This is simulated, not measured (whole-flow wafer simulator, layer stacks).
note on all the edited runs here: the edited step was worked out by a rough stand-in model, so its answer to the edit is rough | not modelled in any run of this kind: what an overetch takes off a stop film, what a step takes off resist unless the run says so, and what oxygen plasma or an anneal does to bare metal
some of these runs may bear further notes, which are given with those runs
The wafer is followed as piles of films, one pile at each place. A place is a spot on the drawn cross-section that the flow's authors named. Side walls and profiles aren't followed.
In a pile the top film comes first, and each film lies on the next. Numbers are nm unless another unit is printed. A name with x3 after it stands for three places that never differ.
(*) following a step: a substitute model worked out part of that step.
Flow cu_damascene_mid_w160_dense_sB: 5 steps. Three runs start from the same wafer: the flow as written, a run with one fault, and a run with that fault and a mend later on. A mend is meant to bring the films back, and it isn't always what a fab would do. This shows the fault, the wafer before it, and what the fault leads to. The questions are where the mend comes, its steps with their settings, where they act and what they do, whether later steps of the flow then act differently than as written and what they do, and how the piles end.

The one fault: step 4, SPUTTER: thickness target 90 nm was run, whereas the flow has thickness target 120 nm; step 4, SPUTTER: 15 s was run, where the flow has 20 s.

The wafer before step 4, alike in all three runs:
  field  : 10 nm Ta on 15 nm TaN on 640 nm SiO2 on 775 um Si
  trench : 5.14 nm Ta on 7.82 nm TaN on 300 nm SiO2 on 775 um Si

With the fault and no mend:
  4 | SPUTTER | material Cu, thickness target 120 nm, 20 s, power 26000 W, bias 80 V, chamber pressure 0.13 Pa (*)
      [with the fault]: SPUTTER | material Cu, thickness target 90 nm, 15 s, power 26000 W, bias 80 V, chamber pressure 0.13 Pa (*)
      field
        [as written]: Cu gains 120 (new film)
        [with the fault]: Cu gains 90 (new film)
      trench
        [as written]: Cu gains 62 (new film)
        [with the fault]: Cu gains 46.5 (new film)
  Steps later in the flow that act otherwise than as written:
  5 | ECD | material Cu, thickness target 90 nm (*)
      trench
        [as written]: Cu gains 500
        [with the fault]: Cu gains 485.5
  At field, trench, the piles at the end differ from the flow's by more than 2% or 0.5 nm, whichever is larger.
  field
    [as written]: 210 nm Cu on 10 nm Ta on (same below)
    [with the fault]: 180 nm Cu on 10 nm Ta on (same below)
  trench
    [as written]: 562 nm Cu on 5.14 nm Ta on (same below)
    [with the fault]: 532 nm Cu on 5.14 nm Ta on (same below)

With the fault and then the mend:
  The mend follows step 4.
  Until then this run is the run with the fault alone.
  4a | SPUTTER | material Cu, thickness target 30 nm, 5 s, power 26000 W, bias 80 V, chamber pressure 0.13 Pa (*) (the flow's step 4, run once more with other settings)
      field
        Cu gains 30
      trench
        Cu gains 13
  Every later step of the flow that is run acts as written, at every place that is followed, to within 2% or 0.5 nm, whichever is larger.
  The piles end the same as the flow's at every place that both follow.
